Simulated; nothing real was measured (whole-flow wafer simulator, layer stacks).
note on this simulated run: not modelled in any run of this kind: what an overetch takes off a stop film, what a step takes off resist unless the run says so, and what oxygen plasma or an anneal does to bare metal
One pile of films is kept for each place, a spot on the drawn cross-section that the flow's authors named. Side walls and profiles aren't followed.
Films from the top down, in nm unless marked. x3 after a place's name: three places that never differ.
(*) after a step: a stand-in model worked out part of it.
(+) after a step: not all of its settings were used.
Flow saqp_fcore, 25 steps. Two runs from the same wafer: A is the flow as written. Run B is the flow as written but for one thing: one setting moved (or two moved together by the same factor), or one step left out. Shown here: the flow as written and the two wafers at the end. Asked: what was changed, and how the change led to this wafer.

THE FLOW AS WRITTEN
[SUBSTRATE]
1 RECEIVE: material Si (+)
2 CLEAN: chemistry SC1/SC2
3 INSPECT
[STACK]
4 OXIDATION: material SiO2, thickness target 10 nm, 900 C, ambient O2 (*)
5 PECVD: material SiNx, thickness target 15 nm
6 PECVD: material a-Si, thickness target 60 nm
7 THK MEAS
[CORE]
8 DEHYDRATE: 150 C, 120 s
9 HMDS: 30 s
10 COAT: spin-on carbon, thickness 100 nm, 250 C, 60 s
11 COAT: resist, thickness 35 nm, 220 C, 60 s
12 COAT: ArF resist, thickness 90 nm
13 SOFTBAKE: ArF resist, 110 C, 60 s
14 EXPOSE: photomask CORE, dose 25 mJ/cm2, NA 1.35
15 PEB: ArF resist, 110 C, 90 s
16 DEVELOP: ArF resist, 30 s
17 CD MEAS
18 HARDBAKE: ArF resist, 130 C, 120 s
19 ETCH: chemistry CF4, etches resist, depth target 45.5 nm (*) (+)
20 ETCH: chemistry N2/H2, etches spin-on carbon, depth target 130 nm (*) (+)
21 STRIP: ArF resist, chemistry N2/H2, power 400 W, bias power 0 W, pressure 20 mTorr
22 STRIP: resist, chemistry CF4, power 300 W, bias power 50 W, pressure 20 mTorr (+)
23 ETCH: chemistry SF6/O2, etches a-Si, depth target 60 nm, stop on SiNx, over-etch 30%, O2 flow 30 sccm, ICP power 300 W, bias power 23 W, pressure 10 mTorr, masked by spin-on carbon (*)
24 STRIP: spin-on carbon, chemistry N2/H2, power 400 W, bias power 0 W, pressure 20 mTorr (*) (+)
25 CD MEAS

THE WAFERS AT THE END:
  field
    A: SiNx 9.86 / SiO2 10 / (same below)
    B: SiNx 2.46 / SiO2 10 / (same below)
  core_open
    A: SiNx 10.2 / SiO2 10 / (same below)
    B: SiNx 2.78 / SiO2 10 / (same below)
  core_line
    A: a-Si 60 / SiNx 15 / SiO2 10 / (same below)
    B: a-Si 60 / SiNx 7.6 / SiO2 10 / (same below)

The cause: step 5, PECVD: thickness target 7.6 nm was run, where the flow has thickness target 15 nm.
It can be read off the wafer: core_line has SiNx 7.6, and step 5 as written asks for 15 nm.

How the change led to this, step by step:
  5 PECVD: material SiNx, thickness target 15 nm
      field, core_open, core_line: A SiNx +15 (new film) | B SiNx +7.6 (new film)
